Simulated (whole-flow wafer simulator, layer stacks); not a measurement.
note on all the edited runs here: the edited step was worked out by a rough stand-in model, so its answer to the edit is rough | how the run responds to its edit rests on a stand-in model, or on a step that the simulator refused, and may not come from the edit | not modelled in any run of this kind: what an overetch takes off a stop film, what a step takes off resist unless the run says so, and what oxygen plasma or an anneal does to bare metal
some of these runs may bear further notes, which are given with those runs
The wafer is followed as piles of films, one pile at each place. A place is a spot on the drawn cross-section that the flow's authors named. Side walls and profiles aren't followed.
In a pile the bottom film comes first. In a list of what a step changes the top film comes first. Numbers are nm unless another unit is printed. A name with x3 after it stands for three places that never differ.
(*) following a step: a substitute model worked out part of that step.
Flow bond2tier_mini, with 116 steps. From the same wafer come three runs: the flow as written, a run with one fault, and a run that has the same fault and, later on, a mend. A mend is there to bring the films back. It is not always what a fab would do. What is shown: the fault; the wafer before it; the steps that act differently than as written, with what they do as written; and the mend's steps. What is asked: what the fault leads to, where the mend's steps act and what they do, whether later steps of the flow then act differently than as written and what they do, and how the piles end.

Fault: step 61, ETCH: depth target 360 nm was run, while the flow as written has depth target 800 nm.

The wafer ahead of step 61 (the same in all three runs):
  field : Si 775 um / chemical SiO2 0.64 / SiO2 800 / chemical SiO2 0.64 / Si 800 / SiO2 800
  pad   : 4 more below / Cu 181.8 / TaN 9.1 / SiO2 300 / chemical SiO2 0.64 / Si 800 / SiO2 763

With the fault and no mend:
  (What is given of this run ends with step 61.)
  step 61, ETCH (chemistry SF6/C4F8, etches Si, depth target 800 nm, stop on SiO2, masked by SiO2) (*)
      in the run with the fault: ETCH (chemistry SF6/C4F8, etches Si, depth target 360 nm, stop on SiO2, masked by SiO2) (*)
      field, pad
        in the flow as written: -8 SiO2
        in the run with the fault: -3.6 SiO2
  Once step 61 is done, the piles differ only a little from the flow's at the places that both follow, at most by 2% or 0.5 nm, whichever is larger.

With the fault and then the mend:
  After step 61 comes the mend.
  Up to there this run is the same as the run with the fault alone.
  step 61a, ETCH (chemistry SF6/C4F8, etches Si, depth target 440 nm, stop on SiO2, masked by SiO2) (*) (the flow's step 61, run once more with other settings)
      field, pad
        -4.4 SiO2
  Every later step of the flow that is run acts as written at every place that is followed.
  The piles end the same as the flow's at every place that both follow.
